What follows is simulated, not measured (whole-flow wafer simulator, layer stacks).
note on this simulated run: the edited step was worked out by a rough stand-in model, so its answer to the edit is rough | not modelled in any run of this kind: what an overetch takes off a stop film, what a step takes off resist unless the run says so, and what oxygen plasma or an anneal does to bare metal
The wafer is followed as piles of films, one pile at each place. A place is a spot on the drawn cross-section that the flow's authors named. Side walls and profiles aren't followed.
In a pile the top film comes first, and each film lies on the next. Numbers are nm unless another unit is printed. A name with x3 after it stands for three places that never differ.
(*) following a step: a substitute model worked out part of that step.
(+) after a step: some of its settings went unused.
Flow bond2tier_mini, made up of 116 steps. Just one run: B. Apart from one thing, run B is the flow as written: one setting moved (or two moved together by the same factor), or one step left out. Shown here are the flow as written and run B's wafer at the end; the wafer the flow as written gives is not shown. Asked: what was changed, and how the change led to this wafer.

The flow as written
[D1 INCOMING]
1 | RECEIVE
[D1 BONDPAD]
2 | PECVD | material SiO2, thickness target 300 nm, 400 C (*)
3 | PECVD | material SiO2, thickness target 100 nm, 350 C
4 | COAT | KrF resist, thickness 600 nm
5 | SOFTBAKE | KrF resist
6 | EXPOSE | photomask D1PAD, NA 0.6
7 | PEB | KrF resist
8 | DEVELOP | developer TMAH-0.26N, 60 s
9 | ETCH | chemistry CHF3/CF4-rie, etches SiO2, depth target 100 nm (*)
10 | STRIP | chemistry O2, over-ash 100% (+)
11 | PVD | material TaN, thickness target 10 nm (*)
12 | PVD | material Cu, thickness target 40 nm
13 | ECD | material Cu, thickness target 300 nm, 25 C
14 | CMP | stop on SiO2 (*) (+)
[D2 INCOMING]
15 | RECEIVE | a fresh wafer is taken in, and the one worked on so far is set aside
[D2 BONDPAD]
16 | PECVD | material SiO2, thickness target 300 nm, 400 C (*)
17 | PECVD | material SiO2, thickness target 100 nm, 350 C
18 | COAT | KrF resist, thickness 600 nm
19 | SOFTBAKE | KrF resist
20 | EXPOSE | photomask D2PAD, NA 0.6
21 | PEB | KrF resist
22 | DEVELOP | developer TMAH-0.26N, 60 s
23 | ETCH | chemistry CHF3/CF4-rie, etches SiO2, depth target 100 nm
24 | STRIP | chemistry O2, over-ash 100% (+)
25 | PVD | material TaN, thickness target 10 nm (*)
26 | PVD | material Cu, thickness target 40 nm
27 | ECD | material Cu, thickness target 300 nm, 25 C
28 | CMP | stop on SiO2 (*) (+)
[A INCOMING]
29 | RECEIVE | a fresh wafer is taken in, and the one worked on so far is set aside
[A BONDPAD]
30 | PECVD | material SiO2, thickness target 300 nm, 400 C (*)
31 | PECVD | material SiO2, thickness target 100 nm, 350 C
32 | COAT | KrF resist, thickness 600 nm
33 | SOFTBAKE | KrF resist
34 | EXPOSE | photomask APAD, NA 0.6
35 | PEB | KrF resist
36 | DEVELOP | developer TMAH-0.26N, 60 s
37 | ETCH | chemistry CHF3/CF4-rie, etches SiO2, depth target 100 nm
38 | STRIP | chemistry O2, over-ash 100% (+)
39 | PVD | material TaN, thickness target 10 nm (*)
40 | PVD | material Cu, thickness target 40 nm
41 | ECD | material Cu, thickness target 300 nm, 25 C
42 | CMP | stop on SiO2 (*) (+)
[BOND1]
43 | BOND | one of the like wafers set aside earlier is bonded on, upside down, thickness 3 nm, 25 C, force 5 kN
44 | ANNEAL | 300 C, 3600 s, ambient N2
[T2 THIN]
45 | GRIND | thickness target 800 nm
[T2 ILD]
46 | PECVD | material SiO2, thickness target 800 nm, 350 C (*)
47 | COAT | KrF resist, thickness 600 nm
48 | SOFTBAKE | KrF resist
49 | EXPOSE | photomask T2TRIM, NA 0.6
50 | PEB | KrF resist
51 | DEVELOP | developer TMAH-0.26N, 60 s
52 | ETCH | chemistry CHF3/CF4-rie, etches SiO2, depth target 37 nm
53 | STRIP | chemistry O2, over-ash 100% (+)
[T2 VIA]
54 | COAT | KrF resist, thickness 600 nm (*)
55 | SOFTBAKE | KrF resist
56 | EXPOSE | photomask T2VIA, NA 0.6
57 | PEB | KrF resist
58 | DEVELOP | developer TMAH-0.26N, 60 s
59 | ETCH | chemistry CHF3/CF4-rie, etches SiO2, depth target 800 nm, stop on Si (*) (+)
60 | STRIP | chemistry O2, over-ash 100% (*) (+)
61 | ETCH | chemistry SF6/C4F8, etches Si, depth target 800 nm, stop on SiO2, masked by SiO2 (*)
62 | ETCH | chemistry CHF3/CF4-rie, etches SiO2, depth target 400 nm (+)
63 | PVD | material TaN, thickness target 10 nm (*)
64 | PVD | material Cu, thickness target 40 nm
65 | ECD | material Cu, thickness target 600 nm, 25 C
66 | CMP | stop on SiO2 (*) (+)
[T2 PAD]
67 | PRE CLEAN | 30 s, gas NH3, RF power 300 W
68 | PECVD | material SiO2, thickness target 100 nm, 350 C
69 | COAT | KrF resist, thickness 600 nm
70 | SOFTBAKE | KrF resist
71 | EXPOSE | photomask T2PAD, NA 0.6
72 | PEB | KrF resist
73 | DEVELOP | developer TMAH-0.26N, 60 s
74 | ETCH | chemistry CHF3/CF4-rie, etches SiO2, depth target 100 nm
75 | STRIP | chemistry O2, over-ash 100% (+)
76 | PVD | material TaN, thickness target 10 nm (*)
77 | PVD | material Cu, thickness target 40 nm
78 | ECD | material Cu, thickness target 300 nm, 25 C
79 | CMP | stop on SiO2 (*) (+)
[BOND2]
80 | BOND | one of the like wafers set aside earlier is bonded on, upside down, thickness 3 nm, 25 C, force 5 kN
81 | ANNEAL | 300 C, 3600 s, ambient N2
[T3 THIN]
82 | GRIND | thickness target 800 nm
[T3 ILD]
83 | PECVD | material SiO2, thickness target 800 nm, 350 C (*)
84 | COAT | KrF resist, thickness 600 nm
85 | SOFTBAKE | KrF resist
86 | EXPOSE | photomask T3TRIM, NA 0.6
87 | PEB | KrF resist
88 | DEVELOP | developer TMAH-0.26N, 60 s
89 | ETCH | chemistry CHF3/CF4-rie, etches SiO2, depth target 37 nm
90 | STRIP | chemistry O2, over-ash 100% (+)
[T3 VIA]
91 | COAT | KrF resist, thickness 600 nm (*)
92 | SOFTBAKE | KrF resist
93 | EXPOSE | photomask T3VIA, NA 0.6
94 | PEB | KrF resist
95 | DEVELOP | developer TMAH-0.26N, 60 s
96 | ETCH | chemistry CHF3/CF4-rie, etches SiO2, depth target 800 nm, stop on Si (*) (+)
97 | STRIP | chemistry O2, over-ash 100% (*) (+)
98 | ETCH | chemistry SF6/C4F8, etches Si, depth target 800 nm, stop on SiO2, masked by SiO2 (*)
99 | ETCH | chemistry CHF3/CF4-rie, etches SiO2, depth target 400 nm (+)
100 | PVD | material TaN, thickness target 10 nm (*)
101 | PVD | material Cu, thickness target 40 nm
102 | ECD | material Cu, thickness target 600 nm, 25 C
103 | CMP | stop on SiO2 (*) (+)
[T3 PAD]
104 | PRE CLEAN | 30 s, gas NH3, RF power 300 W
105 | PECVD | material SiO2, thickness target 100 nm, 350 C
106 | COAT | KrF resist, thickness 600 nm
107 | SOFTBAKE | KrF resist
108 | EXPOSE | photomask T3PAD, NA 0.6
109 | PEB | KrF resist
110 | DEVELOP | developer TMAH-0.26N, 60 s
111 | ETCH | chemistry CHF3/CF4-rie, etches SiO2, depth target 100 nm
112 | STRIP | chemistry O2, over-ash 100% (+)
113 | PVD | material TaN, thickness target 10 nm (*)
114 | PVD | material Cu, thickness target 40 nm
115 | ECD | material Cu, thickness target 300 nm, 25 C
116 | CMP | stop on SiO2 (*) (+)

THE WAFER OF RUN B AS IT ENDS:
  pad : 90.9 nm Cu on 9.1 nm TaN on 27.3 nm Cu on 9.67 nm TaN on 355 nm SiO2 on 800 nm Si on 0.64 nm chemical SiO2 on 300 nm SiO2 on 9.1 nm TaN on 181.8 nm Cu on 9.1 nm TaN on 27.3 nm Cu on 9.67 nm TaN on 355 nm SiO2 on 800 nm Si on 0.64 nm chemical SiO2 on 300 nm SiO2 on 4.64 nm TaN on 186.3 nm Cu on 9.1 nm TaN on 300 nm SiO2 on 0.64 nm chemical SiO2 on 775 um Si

Cause: step 11, PVD: thickness target 5.1 nm was run, whereas the flow has thickness target 10 nm.

Step by step, how the change led to this:
  11 | PVD | material TaN, thickness target 10 nm (*)
      field: +5.1 TaN (new film) (as written it would have been: +10 TaN (new film))
      pad: +4.64 TaN (new film) (as written it would have been: +9.1 TaN (new film))
      (and at 1 other place as well)
  14 | CMP | stop on SiO2 (*) (+)
      field: -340 Cu (all of it), -5.1 TaN (all of it) (as written it would have been: -340 Cu (all of it), -10 TaN (all of it))
  43 | BOND | one of the like wafers set aside earlier is bonded on, upside down, thickness 3 nm, 25 C, force 5 kN
      pad: +775 um Si (new film), +0.64 chemical SiO2 (new film), +300 SiO2 (new film), +4.64 TaN (new film), +95.4 Cu (as written it would have been: +775 um Si (new film), +0.64 chemical SiO2 (new film), +300 SiO2 (new film), +9.1 TaN (new film), +90.9 Cu)
      via: +775 um Si (new film), +0.64 chemical SiO2 (new film), +300 SiO2 (new film), +5.09 TaN (new film), +94.9 Cu (as written it would have been: +775 um Si (new film), +0.64 chemical SiO2 (new film), +300 SiO2 (new film), +9.97 TaN (new film), +90 Cu)
